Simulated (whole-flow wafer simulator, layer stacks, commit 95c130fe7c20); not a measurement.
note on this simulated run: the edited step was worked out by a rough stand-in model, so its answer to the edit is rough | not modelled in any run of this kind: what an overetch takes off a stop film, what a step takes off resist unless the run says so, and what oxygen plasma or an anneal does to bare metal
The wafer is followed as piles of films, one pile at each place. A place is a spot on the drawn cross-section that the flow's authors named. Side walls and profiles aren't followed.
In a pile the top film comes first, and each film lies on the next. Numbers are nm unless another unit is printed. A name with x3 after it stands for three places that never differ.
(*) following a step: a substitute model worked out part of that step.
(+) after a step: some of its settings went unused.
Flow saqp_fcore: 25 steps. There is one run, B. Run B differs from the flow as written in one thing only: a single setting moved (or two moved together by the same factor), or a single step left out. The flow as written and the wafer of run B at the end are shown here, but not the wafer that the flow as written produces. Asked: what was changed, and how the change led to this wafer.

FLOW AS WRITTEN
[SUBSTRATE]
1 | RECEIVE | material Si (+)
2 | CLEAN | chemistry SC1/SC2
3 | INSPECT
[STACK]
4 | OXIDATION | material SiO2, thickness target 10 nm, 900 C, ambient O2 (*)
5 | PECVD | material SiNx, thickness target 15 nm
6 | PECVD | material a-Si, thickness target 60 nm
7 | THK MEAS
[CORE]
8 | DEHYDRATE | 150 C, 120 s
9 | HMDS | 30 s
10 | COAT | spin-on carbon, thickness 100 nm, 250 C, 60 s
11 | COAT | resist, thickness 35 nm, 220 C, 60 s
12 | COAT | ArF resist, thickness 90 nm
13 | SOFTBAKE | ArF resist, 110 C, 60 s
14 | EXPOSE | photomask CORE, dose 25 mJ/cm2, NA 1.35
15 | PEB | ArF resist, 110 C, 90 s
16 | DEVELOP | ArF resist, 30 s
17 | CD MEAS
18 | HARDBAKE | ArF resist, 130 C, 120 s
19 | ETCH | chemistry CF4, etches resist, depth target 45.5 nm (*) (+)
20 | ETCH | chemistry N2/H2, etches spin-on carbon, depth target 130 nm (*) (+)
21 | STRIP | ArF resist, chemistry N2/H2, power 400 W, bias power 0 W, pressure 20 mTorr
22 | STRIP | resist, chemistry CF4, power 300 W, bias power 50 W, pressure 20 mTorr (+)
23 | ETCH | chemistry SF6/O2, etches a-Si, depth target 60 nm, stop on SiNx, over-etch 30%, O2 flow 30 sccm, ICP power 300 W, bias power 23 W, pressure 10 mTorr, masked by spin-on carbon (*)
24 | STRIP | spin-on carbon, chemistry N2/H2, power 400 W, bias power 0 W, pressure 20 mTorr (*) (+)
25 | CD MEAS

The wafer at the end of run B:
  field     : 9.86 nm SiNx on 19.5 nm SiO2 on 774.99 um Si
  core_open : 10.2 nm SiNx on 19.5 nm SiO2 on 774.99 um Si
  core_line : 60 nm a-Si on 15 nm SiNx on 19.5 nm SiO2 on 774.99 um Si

Cause: step 4, OXIDATION: 968 C was run, whereas the flow has 900 C.

How this came from the change, step by step:
  4 | OXIDATION | material SiO2, thickness target 10 nm, 900 C, ambient O2 (*)
      field, core_open, core_line: +19.5 SiO2 (new film), -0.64 chemical SiO2 (all of it), -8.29 Si (as written it would have been: +10 SiO2 (new film), -0.64 chemical SiO2 (all of it), -4.12 Si)
